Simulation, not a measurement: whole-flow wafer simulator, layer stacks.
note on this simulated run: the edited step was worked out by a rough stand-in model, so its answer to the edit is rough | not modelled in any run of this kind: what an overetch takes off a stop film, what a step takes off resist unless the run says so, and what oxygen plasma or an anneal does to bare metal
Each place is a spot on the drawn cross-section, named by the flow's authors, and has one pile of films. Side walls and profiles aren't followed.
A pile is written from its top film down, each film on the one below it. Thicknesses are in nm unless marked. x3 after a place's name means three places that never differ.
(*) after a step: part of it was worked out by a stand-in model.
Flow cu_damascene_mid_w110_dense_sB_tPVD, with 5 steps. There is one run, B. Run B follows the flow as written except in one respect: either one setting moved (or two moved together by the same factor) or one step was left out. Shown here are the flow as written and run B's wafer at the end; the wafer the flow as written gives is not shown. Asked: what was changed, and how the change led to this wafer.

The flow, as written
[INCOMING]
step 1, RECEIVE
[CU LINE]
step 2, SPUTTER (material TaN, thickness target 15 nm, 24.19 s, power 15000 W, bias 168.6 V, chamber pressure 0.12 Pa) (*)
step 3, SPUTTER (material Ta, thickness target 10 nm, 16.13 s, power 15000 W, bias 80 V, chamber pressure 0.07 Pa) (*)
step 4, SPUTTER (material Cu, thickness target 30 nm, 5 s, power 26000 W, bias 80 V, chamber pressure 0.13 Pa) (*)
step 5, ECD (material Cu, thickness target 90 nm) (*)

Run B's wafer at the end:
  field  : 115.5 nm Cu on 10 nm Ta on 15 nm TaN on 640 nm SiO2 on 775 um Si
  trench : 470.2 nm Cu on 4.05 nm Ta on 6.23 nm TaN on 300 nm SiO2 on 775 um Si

Cause: step 5, ECD: thickness target 85.5 nm was run, while the flow as written has thickness target 90 nm.

Step by step, how the change led to this:
  step 5, ECD (material Cu, thickness target 90 nm) (*)
      field: +85.5 Cu (in the flow as written it would be: +90 Cu)
